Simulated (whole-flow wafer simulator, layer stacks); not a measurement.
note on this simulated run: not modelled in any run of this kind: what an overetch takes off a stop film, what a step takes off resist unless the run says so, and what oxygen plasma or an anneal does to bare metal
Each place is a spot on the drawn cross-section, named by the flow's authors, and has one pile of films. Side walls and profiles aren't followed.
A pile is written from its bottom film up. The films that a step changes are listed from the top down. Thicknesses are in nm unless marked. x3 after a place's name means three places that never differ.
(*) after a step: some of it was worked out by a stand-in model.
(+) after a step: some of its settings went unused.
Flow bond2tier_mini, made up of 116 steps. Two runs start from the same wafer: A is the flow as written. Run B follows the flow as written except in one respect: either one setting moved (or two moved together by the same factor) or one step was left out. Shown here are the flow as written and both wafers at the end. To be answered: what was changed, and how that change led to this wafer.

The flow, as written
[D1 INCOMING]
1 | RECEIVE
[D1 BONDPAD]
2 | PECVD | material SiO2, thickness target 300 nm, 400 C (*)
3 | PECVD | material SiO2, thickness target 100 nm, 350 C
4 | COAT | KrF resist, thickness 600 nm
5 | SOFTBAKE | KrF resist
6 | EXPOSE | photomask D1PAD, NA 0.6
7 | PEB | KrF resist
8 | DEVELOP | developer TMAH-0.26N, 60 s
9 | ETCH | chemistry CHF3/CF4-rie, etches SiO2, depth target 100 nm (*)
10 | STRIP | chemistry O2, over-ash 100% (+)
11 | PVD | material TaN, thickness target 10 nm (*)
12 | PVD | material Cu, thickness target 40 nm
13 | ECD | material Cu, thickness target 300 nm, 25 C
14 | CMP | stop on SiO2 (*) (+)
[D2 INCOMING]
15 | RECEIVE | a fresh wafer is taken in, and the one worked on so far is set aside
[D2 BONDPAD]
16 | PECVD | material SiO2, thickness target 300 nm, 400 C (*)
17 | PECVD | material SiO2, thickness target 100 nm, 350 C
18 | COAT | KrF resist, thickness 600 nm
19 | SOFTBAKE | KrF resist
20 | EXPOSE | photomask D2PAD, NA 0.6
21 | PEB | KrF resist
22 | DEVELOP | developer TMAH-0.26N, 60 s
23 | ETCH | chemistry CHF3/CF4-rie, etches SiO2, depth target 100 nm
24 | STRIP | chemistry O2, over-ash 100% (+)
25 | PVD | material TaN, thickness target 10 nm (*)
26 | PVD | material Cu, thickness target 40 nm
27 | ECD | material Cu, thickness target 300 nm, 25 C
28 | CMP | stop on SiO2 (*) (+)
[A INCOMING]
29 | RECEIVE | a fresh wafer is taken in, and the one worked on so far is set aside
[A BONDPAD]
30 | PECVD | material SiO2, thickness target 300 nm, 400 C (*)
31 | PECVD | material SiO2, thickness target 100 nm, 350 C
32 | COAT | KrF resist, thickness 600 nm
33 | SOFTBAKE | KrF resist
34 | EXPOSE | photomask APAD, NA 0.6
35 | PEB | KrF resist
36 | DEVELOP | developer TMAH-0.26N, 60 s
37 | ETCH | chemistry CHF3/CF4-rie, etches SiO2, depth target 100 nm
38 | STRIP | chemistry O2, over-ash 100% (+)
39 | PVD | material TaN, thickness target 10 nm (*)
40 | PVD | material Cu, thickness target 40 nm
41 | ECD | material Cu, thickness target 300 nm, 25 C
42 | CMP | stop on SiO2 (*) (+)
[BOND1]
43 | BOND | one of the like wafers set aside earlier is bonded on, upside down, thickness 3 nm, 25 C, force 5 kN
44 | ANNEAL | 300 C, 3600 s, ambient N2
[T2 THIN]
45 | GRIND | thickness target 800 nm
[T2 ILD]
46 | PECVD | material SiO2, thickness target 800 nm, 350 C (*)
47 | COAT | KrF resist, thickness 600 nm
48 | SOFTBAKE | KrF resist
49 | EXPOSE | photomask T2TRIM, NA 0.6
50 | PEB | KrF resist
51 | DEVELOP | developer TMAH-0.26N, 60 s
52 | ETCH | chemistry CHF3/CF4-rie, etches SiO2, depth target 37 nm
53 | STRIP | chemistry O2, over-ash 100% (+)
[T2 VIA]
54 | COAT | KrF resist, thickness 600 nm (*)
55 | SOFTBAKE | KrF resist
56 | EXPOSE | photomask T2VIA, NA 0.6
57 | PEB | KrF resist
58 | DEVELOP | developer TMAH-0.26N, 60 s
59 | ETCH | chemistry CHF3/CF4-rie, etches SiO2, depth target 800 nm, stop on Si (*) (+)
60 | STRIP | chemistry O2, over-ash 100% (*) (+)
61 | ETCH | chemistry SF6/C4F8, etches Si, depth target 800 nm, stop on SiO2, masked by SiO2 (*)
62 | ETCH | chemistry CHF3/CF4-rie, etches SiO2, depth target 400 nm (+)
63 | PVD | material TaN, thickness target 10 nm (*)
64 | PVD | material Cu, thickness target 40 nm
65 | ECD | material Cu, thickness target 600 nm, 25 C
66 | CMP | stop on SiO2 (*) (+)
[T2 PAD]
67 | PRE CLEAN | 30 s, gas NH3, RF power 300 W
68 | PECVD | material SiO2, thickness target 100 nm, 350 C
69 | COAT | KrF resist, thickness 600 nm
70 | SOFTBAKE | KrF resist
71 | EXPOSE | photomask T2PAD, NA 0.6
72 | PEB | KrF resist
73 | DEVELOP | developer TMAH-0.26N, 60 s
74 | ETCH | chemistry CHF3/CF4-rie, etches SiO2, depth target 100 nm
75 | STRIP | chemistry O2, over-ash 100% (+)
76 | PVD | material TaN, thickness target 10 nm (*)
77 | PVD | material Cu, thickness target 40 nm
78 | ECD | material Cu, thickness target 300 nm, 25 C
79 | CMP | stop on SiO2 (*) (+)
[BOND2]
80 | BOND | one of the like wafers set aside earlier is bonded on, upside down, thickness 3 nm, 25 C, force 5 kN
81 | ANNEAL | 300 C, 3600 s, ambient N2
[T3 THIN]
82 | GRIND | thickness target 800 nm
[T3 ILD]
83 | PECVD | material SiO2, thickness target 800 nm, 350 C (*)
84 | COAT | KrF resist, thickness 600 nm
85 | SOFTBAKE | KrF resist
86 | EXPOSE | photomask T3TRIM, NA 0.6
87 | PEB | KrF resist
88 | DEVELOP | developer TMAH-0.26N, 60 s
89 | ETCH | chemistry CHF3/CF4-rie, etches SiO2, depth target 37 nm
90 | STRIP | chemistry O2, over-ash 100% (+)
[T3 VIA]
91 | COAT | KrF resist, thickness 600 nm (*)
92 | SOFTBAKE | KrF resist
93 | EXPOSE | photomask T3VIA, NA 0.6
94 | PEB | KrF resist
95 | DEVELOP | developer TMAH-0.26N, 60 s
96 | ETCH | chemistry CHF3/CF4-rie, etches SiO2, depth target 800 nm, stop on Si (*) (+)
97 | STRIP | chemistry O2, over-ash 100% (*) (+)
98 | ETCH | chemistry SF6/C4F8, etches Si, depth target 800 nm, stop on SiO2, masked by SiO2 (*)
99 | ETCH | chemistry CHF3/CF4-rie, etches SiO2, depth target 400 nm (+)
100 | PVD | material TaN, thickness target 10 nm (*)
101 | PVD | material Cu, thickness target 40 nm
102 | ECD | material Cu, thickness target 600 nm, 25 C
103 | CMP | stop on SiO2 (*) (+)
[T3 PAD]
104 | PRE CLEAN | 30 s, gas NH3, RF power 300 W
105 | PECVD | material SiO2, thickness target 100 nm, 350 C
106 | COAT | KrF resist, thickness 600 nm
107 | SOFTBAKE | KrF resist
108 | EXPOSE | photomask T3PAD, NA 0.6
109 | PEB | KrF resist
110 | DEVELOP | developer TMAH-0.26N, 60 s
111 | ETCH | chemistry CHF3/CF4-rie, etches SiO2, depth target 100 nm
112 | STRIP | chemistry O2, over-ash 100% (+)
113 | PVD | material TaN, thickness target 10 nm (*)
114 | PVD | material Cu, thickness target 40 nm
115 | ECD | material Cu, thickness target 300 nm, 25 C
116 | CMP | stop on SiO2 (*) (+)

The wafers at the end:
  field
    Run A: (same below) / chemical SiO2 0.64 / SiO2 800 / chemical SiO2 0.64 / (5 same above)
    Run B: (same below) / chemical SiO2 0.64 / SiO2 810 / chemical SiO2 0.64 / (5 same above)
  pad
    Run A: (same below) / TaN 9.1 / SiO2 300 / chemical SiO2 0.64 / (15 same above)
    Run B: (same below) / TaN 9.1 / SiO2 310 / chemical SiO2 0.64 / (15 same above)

What caused this: step 3, PECVD: thickness target 110 nm was run, whereas the flow has thickness target 100 nm.

Step by step, how the change led to this:
  3 | PECVD | material SiO2, thickness target 100 nm, 350 C
      field, pad, via: A +100 SiO2 | B +110 SiO2
  43 | BOND | one of the like wafers set aside earlier is bonded on, upside down, thickness 3 nm, 25 C, force 5 kN
      field: A +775 um Si (new film), +0.64 chemical SiO2 (new film), +400 SiO2 | B +775 um Si (new film), +0.64 chemical SiO2 (new film), +410 SiO2
      pad: A +775 um Si (new film), +0.64 chemical SiO2 (new film), +300 SiO2 (new film), +9.1 TaN (new film), +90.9 Cu | B +775 um Si (new film), +0.64 chemical SiO2 (new film), +310 SiO2 (new film), +9.1 TaN (new film), +90.9 Cu
      (also at 1 further place)
